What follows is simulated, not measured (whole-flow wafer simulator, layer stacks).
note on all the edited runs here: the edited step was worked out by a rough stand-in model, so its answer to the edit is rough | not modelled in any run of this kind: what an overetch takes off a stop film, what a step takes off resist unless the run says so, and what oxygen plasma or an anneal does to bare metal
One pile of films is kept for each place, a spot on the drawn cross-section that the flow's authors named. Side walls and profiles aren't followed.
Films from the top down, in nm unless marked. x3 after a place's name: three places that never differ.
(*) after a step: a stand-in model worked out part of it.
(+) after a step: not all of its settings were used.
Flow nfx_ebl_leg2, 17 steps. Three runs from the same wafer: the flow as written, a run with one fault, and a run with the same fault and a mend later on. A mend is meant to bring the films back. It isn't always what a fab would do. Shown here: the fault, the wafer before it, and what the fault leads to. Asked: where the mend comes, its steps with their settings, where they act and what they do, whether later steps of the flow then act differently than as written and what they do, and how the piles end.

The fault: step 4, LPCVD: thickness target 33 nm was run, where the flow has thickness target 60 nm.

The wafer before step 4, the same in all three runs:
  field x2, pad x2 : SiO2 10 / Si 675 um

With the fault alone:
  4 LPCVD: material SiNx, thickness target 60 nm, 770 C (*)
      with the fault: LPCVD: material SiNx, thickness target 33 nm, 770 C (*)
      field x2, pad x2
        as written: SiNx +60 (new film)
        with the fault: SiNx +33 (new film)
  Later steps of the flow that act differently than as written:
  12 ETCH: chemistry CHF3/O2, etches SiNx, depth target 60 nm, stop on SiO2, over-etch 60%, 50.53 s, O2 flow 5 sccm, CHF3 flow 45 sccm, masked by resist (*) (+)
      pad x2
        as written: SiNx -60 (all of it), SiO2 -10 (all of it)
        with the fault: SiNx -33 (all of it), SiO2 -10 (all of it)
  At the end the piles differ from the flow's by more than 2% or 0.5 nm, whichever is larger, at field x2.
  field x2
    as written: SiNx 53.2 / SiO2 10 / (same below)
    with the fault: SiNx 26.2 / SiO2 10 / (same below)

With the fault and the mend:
  The mend comes after step 5.
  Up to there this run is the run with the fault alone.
  5a LPCVD: material SiNx, thickness target 27 nm, 770 C (*) (the flow's step 4 once more, with other settings)
      field x2, pad x2
        SiNx +27
  No later step of the flow acts differently than as written at any place that is followed.
  At the end the piles are the same as the flow's at every place that both follow.
